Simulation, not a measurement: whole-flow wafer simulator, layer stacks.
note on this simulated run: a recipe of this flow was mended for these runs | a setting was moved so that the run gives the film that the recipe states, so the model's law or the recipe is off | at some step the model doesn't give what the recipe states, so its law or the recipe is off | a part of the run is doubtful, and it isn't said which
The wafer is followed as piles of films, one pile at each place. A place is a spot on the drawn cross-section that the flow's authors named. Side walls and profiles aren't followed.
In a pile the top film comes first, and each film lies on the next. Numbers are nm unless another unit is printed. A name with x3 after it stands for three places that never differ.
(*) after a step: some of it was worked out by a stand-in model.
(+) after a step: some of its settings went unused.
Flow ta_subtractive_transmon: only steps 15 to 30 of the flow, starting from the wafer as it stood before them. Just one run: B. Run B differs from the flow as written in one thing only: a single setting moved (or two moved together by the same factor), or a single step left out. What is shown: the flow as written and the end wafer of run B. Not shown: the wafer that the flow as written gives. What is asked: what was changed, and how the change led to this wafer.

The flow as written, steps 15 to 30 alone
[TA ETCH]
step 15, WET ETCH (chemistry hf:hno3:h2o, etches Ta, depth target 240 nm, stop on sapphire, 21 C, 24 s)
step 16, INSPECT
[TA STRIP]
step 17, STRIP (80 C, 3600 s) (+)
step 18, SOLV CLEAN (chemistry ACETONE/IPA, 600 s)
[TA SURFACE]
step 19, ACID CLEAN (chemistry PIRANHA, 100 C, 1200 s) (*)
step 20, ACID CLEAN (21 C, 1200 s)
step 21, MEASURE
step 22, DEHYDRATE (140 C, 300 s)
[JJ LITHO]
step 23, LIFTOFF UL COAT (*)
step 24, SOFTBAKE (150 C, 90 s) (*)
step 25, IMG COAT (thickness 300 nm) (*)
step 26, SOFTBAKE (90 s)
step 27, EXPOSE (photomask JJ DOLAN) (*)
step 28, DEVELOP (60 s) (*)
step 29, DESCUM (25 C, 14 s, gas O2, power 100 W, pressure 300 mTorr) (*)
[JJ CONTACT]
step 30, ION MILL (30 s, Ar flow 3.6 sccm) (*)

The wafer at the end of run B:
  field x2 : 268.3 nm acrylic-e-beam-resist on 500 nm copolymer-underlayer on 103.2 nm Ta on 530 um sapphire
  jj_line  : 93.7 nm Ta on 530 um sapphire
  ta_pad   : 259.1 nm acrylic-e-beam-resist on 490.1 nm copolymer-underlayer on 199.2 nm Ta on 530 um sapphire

Cause: step 15, WET ETCH: 9.6 s was run, whereas the flow has 24 s.

Step by step, how the change led to this:
  step 15, WET ETCH (chemistry hf:hno3:h2o, etches Ta, depth target 240 nm, stop on sapphire, 21 C, 24 s)
      field x2, jj_line, lead: -96 Ta (it would be, as written: -199.7 Ta (all of it))
  step 23, LIFTOFF UL COAT (*)
      lead: +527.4 copolymer-underlayer (new film) (it would be, as written: +554.7 copolymer-underlayer (new film))
      ta_contact: +471.7 copolymer-underlayer (new film) (it would be, as written: +443.9 copolymer-underlayer (new film))
  step 25, IMG COAT (thickness 300 nm) (*)
      lead: +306 acrylic-e-beam-resist (new film) (it would be, as written: +312.5 acrylic-e-beam-resist (new film))
      ta_contact: +294.1 acrylic-e-beam-resist (new film) (it would be, as written: +287.5 acrylic-e-beam-resist (new film))
      (as well as at 1 more place)
  step 28, DEVELOP (60 s) (*)
      lead: -306 acrylic-e-beam-resist (all of it), -527.4 copolymer-underlayer (all of it) (it would be, as written: -312.5 acrylic-e-beam-resist (all of it), -554.7 copolymer-underlayer (all of it))
      ta_contact: -294.1 acrylic-e-beam-resist (all of it), -471.7 copolymer-underlayer (all of it) (it would be, as written: -287.5 acrylic-e-beam-resist (all of it), -443.9 copolymer-underlayer (all of it))
  step 30, ION MILL (30 s, Ar flow 3.6 sccm) (*)
      jj_line, lead: -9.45 Ta (it would be, as written: -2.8 sapphire)
If metal films that touch count as one body, field x2 has 1 body; the flow as written gives 0 bodies.
If metal films that touch count as one body, jj_line has 1 body; the flow as written gives 0 bodies.
